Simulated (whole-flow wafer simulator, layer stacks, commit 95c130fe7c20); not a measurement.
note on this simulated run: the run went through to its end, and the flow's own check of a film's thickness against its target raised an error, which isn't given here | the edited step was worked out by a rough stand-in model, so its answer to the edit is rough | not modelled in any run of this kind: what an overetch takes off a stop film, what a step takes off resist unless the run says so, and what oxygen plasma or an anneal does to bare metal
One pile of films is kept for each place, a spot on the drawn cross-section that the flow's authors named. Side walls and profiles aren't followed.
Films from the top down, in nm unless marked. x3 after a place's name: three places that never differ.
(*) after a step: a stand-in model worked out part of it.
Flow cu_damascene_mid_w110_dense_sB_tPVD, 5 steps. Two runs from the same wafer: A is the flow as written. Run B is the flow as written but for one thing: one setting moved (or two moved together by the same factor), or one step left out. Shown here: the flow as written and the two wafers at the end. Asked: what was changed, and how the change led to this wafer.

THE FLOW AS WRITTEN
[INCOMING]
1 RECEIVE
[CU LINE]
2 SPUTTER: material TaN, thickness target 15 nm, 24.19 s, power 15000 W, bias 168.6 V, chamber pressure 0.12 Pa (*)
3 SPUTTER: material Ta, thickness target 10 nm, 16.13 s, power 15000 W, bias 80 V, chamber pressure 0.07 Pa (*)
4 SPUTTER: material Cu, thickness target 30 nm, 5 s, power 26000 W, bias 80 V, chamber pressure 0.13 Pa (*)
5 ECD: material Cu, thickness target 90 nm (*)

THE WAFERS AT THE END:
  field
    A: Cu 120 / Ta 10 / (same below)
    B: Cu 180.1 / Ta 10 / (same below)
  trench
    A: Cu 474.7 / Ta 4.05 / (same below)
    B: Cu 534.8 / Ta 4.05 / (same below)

The cause: step 5, ECD: thickness target 150.1 nm was run, where the flow has thickness target 90 nm.

How the change led to this, step by step:
  5 ECD: material Cu, thickness target 90 nm (*)
      field: A Cu +90 | B Cu +150.1
      trench: A Cu +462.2 | B Cu +522.3
